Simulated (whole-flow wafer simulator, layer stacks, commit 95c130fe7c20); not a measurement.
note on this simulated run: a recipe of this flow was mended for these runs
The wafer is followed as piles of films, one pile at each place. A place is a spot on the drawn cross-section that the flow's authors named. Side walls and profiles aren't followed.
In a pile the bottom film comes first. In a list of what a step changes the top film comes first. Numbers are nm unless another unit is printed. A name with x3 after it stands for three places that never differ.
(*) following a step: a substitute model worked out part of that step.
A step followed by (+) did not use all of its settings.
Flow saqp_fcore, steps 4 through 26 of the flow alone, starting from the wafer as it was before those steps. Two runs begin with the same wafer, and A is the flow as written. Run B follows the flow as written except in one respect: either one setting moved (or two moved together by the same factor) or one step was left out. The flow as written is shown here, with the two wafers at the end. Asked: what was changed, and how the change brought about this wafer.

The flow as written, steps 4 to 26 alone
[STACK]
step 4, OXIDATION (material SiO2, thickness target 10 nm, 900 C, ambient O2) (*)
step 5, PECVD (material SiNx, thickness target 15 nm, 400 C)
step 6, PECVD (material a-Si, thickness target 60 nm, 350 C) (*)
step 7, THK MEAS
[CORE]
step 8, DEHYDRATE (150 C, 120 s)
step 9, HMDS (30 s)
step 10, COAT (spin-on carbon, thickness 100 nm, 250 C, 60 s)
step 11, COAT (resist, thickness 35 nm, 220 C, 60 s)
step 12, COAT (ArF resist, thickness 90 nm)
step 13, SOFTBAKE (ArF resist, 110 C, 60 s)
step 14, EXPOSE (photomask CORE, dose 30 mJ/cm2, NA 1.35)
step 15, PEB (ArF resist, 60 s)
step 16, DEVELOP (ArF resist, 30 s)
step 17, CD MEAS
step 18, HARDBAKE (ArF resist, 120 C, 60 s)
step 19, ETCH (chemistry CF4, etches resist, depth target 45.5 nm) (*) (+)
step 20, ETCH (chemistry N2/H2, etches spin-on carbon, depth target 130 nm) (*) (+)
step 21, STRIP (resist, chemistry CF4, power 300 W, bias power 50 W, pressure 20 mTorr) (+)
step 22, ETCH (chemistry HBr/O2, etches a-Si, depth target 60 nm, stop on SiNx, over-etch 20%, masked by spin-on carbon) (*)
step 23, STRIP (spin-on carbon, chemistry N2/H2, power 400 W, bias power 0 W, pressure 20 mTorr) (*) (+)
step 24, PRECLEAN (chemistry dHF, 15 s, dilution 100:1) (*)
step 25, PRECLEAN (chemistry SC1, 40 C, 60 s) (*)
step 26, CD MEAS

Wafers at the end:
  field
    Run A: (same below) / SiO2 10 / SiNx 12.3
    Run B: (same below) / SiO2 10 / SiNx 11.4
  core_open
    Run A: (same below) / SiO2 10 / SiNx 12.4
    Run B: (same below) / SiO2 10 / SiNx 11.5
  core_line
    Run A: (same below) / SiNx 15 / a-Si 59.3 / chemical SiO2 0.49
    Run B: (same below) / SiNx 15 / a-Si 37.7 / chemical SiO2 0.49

The reason: step 6, PECVD: thickness target 38.4 nm was run, while the flow as written has thickness target 60 nm.

How this came from the change, step by step:
  step 6, PECVD (material a-Si, thickness target 60 nm, 350 C) (*)
      field, core_open, core_line: A a-Si gains 60 (new film) | B a-Si gains 38.4 (new film)
  step 22, ETCH (chemistry HBr/O2, etches a-Si, depth target 60 nm, stop on SiNx, over-etch 20%, masked by spin-on carbon) (*)
      field: A a-Si loses 36.8 (all of it), SiNx loses 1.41 | B a-Si loses 15.2 (all of it), SiNx loses 2.27
      core_open: A a-Si loses 39.4 (all of it), SiNx loses 1.3 | B a-Si loses 17.8 (all of it), SiNx loses 2.17
      (and at 1 other place as well)
  step 23, STRIP (spin-on carbon, chemistry N2/H2, power 400 W, bias power 0 W, pressure 20 mTorr) (*) (+)
      core_line: A spin-on carbon loses 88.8 (all of it) | B spin-on carbon loses 93.9 (all of it)
